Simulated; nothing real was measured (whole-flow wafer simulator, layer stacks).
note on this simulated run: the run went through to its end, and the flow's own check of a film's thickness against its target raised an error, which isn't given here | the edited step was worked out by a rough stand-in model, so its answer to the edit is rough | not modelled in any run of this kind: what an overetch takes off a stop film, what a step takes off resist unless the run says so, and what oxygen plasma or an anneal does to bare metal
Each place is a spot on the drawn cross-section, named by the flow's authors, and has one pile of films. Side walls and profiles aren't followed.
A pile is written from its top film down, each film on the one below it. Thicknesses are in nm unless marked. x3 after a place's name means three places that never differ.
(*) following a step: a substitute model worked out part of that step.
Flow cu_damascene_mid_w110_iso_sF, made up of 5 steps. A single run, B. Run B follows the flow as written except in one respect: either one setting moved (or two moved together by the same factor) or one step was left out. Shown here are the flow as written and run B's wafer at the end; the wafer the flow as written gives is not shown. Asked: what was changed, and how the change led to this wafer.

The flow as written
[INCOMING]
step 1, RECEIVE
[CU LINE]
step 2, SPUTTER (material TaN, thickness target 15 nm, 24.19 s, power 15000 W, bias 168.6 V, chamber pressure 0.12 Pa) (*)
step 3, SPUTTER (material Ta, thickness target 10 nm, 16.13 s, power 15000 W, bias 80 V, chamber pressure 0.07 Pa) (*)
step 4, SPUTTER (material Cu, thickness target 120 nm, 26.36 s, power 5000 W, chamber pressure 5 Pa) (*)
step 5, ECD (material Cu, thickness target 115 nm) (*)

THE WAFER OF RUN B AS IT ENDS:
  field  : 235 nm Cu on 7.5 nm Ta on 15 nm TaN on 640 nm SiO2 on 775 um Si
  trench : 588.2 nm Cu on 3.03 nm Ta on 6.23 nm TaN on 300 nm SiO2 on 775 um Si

Cause: step 3, SPUTTER: thickness target 7.5 nm was run, while the flow as written has thickness target 10 nm; step 3, SPUTTER: 12.1 s was run, where the flow has 16.13 s.
The wafer itself shows it: field has Ta 7.5, and step 3 as written asks for 10 nm.

Step by step, how the change led to this:
  step 3, SPUTTER (material Ta, thickness target 10 nm, 16.13 s, power 15000 W, bias 80 V, chamber pressure 0.07 Pa) (*)
      field: Ta gains 7.5 (new film) (it would be, as written: Ta gains 10 (new film))
      trench: Ta gains 3.03 (new film) (it would be, as written: Ta gains 4.05 (new film))
